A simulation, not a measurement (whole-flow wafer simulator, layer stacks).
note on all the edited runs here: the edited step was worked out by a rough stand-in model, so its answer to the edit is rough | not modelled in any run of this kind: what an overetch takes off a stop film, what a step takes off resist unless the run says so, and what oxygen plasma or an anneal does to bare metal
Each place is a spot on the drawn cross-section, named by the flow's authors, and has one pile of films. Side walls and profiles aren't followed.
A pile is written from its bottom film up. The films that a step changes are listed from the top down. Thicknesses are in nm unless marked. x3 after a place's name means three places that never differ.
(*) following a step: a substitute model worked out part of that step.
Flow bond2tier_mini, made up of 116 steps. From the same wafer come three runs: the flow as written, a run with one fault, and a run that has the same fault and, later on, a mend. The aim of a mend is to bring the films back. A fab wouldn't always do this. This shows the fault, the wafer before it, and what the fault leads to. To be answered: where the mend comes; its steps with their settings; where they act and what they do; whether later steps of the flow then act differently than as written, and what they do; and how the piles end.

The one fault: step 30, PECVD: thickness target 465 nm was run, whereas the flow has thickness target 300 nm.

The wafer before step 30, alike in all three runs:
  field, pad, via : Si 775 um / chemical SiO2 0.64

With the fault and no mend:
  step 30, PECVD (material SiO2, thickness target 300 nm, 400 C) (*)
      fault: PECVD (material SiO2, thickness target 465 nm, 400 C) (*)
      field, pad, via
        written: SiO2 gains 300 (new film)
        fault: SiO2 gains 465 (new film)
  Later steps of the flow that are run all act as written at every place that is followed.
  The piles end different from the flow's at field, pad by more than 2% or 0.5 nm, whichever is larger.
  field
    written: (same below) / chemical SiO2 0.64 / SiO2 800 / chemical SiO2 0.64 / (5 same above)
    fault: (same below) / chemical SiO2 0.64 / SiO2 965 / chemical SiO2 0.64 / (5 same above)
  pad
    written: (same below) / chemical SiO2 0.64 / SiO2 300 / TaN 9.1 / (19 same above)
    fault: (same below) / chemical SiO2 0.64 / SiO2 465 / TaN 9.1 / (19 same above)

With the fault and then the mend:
  After step 30 comes the mend.
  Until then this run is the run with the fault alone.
  step 30a, ETCH (chemistry CHF3/CF4-rie, etches SiO2, depth target 165 nm) (a further turn of the flow's step 9, with different settings)
      field, pad, via
        SiO2 loses 165
  Later steps of the flow that are run all act as written at every place that is followed.
  At every place that both follow, the piles at the end match the flow's.
